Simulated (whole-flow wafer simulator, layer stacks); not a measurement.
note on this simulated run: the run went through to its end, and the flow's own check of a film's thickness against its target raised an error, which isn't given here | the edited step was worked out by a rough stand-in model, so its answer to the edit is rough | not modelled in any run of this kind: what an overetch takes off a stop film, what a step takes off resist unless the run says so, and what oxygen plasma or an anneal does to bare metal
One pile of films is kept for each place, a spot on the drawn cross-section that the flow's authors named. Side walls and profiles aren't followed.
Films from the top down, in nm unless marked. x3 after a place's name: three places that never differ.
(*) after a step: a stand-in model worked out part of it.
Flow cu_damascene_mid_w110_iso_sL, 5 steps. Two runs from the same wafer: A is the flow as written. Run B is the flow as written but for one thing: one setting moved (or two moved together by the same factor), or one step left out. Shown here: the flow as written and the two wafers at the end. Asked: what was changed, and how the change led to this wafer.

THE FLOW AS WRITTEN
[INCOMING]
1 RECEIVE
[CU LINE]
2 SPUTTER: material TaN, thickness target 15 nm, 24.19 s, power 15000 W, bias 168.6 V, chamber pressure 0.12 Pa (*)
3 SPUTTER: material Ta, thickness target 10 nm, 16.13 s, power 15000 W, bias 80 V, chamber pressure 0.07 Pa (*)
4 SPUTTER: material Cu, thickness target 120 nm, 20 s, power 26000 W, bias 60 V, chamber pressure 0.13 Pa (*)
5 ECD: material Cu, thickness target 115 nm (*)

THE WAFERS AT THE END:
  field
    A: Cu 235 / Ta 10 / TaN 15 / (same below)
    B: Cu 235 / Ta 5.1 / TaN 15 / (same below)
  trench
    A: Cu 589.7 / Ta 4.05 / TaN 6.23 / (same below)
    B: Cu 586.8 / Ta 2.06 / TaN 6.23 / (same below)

The cause: step 3, SPUTTER: thickness target 5.1 nm was run, where the flow has thickness target 10 nm; step 3, SPUTTER: 8.259 s was run, where the flow has 16.13 s.
It can be read off the wafer: field has Ta 5.1, and step 3 as written asks for 10 nm.

How the change led to this, step by step:
  3 SPUTTER: material Ta, thickness target 10 nm, 16.13 s, power 15000 W, bias 80 V, chamber pressure 0.07 Pa (*)
      field: A Ta +10 (new film) | B Ta +5.1 (new film)
      trench: A Ta +4.05 (new film) | B Ta +2.06 (new film)
